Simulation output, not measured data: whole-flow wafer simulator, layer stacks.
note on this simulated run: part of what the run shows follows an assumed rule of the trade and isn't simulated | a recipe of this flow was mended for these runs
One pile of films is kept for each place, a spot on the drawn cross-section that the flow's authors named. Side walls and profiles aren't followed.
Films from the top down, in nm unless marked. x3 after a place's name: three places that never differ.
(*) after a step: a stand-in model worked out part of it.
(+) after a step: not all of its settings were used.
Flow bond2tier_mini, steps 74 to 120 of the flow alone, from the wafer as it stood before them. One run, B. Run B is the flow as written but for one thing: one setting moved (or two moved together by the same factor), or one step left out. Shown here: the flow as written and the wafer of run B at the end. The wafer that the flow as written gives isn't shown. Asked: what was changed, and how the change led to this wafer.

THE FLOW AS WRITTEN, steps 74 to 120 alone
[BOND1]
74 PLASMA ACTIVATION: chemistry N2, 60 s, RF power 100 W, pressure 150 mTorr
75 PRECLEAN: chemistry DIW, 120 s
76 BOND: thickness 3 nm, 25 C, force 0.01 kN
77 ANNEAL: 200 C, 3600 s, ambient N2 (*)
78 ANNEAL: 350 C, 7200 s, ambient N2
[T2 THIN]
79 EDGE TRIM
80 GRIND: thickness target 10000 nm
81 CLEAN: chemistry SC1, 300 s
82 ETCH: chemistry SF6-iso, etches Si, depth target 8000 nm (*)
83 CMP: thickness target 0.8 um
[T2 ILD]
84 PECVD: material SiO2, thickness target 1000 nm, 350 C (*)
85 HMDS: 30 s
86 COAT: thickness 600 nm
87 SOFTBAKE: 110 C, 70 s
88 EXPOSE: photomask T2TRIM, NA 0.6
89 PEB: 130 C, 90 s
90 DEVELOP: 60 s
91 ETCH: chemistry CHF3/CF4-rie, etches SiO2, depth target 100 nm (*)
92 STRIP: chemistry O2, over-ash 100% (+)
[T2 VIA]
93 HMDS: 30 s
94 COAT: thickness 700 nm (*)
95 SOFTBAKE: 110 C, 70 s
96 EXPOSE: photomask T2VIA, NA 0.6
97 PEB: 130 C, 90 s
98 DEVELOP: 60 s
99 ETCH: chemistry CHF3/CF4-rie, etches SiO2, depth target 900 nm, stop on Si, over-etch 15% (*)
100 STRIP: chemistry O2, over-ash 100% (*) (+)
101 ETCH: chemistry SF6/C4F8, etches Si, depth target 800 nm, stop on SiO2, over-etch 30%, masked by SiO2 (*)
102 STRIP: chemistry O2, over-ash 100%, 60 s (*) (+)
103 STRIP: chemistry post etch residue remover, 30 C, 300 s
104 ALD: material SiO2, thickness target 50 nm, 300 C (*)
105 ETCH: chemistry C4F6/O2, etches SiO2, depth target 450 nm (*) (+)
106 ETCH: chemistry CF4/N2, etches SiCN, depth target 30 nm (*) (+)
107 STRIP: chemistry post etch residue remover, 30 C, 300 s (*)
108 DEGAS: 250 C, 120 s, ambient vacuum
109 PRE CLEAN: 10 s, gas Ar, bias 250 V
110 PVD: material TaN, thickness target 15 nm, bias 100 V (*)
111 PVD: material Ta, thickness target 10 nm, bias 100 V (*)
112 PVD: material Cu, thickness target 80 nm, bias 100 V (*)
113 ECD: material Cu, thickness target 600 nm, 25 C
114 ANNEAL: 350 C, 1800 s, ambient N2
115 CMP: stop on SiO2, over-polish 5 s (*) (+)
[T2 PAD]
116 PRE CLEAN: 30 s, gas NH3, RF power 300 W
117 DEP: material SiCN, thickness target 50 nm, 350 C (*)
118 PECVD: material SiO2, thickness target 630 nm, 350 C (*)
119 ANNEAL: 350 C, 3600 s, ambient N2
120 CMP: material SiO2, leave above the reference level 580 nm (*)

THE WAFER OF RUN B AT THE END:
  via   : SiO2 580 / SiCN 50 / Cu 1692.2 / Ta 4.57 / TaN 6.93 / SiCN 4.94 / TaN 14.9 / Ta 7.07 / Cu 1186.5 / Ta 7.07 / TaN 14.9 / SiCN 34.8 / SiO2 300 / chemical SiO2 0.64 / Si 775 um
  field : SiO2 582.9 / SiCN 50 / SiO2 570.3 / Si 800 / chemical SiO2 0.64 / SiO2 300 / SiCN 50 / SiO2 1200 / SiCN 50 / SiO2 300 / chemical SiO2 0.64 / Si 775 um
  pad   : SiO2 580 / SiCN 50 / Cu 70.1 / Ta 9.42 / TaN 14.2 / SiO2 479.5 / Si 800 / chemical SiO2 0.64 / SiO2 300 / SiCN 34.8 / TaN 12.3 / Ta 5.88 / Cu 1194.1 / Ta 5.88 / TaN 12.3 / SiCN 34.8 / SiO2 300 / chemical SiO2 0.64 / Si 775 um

The cause: step 106, ETCH: depth target 10.8 nm was run, where the flow has depth target 30 nm.

How the change led to this, step by step:
  106 ETCH: chemistry CF4/N2, etches SiCN, depth target 30 nm (*) (+)
      via: SiCN -10.8 (as written it would be: SiCN -17.6 (all of it), TaN -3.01)
      field, pad: SiO2 -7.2 (as written it would be: SiO2 -20)
  109 PRE CLEAN: 10 s, gas Ar, bias 250 V
      via: SiCN -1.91 (as written it would be: TaN -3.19)
  110 PVD: material TaN, thickness target 15 nm, bias 100 V (*)
      via: TaN +6.93 (new film) (as written it would be: TaN +6.94)
Counting metal films that touch as one body, via has 2 bodies (between them, from the top down: SiCN 4.94); the flow as written gives 1 body.
